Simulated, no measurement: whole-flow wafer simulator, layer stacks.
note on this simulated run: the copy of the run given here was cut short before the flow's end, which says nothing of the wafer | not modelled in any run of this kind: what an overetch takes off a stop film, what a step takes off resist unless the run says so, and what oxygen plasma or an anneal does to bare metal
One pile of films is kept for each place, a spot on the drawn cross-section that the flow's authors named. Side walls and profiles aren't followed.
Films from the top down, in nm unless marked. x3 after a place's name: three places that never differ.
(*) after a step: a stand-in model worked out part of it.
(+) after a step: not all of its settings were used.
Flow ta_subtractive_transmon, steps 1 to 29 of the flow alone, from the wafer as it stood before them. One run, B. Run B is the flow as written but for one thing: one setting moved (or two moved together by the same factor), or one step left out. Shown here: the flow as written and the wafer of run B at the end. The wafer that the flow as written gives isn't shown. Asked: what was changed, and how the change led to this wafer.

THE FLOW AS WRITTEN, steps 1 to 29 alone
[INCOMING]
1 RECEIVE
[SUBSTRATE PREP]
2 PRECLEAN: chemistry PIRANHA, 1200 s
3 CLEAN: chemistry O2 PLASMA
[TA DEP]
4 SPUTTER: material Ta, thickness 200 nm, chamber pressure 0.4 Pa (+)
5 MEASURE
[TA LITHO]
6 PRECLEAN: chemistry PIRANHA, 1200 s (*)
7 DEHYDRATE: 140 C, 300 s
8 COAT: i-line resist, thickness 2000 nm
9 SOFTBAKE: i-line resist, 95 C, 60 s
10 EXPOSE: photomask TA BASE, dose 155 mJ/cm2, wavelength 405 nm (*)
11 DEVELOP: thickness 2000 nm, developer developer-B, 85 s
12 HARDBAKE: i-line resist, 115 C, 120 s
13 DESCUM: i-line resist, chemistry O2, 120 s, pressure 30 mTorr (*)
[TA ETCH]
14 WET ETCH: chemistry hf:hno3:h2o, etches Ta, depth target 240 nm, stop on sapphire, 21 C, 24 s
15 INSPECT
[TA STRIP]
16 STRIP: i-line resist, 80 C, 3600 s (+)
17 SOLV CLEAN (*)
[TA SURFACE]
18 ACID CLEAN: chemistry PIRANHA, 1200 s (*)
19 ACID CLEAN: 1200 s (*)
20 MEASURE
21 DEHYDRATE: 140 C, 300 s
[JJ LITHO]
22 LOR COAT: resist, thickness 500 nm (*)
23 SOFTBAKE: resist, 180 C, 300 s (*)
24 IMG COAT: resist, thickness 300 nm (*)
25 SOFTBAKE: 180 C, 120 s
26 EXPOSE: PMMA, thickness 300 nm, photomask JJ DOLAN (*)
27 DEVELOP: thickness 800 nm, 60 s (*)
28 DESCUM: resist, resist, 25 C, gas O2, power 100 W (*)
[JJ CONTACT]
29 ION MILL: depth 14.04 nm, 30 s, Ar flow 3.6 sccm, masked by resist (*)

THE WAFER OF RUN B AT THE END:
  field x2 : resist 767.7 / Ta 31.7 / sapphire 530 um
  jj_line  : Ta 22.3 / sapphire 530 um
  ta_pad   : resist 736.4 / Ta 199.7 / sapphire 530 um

The cause: step 14, WET ETCH: depth target 168 nm was run, where the flow has depth target 240 nm; step 14, WET ETCH: 16.8 s was run, where the flow has 24 s.

How the change led to this, step by step:
  14 WET ETCH: chemistry hf:hno3:h2o, etches Ta, depth target 240 nm, stop on sapphire, 21 C, 24 s
      field x2, jj_line, lead: Ta -168 (as written it would be: Ta -200 (all of it))
  29 ION MILL: depth 14.04 nm, 30 s, Ar flow 3.6 sccm, masked by resist (*)
      jj_line, lead: Ta -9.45 (as written it would be: sapphire -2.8)
Counting metal films that touch as one body, field x2 has 1 body; the flow as written gives 0 bodies.
Counting metal films that touch as one body, jj_line has 1 body; the flow as written gives 0 bodies.
